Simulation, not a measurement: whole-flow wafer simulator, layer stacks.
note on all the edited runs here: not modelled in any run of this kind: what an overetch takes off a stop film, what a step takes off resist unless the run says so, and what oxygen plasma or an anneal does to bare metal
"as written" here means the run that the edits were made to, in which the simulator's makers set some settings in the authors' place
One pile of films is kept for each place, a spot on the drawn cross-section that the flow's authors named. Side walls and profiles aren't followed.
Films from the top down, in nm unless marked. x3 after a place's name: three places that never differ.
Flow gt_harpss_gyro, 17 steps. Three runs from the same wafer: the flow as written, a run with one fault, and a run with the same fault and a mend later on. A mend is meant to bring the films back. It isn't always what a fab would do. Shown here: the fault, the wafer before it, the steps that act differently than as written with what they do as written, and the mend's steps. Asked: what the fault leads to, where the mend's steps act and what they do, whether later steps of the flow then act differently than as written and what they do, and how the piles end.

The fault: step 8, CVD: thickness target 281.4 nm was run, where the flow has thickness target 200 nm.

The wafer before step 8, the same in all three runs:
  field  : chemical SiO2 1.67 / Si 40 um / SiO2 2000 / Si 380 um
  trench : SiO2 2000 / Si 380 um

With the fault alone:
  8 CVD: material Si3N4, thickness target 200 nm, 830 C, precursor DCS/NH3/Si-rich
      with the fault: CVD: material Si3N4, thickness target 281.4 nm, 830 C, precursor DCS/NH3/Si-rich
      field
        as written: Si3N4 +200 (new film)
        with the fault: Si3N4 +281.4 (new film)
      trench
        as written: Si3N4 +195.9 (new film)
        with the fault: Si3N4 +275.2 (new film)
  No later step of the flow acts differently than as written at any place that is followed.
  At the end the piles differ from the flow's by more than 2% or 0.5 nm, whichever is larger, at field, trench.
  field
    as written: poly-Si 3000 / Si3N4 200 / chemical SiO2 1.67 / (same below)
    with the fault: poly-Si 3000 / Si3N4 281.4 / chemical SiO2 1.67 / (same below)
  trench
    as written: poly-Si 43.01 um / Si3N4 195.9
    with the fault: poly-Si 43.01 um / Si3N4 275.2

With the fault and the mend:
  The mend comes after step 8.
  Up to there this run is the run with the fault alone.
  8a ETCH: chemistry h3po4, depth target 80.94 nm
      field, trench
        Si3N4 -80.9
  No later step of the flow acts differently than as written at any place that is followed.
  At the end the piles differ from the flow's only slightly at the places that both follow, by at most 2% or 0.5 nm, whichever is larger.
